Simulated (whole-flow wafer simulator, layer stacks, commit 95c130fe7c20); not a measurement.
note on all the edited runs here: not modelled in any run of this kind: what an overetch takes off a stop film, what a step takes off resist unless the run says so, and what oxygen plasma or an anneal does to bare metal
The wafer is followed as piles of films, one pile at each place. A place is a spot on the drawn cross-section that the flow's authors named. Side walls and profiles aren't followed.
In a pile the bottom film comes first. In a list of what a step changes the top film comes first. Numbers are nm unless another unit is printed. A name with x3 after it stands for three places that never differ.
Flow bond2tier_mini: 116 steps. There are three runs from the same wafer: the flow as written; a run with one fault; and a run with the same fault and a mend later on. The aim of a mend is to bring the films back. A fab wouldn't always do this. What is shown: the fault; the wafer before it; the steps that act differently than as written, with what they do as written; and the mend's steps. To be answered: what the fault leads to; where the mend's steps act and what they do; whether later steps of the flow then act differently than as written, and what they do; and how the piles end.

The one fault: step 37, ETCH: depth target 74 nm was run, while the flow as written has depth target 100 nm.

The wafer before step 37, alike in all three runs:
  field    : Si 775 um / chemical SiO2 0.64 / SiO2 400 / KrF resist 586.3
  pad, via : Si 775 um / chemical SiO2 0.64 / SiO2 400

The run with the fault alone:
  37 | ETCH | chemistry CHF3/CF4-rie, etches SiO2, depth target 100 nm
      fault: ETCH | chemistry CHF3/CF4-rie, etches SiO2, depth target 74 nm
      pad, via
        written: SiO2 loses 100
        fault: SiO2 loses 74
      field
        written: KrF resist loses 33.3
        fault: KrF resist loses 24.7
  Later steps of the flow acting differently than as written (2 more steps, not shown, differ only slightly: by at most 2% or 0.5 nm, whichever is larger):
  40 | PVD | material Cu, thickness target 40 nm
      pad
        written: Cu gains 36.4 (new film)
        fault: Cu gains 37.3 (new film)
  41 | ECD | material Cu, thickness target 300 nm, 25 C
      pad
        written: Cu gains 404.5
        fault: Cu gains 377.3
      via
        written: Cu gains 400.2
        fault: Cu gains 374.1
  The piles end different from the flow's at pad by more than 2% or 0.5 nm, whichever is larger.
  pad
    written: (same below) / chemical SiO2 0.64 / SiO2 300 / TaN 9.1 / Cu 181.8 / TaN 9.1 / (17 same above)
    fault: (same below) / chemical SiO2 0.64 / SiO2 326 / TaN 9.33 / Cu 155.6 / TaN 9.1 / (17 same above)

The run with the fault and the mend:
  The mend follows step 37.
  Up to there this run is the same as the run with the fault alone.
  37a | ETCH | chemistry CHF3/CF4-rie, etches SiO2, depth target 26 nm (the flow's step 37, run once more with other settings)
      pad, via
        SiO2 loses 26
      field
        KrF resist loses 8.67
  None of the later steps of the flow acts differently than as written at any place that is followed.
  By the end, the piles equal the flow's at every place that both follow.
